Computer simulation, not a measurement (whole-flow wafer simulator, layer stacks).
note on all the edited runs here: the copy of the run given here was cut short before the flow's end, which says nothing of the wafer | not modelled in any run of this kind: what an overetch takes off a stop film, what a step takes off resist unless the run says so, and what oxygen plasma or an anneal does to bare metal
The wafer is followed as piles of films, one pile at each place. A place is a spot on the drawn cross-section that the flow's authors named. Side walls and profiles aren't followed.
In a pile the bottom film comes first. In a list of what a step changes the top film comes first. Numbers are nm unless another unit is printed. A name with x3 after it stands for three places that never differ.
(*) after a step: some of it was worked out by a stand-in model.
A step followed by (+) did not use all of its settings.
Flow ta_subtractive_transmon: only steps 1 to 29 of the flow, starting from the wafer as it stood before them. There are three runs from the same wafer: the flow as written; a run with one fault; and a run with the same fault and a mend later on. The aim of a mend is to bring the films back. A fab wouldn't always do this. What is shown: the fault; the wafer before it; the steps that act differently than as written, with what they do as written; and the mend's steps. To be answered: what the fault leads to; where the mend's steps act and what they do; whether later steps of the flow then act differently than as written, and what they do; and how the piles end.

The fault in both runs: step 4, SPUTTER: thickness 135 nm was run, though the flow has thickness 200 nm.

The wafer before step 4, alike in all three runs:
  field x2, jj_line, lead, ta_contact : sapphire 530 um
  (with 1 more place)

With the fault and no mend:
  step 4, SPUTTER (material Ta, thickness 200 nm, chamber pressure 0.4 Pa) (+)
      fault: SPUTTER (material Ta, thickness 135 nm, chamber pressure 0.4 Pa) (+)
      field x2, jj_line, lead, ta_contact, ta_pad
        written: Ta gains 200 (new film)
        fault: Ta gains 135 (new film)
  Steps further on in the flow that do not act as written:
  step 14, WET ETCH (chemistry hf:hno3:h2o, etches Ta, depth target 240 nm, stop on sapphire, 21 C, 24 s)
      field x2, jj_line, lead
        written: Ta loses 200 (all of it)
        fault: Ta loses 135 (all of it)
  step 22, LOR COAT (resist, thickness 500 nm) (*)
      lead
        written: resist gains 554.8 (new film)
        fault: resist gains 537.9 (new film)
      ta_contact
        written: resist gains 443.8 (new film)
        fault: resist gains 460.9 (new film)
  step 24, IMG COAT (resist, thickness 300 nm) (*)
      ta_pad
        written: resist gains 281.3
        fault: resist gains 287.2
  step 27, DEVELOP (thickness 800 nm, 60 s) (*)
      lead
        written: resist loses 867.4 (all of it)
        fault: resist loses 846.3 (all of it)
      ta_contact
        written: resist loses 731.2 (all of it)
        fault: resist loses 752.6 (all of it)
  By the end, the piles at ta_contact, ta_pad depart from the flow's by more than 2% or 0.5 nm, whichever is larger.
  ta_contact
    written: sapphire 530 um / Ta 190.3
    fault: sapphire 530 um / Ta 125.3
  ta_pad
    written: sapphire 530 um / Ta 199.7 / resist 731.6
    fault: sapphire 530 um / Ta 134.7 / resist 741.8

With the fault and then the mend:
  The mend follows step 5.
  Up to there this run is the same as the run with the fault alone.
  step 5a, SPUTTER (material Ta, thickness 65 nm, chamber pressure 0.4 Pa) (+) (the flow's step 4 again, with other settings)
      field x2, jj_line, lead, ta_contact, ta_pad
        Ta gains 65
  Later steps of the flow that are run all act as written at every place that is followed.
  The piles end the same as the flow's at every place that both follow.
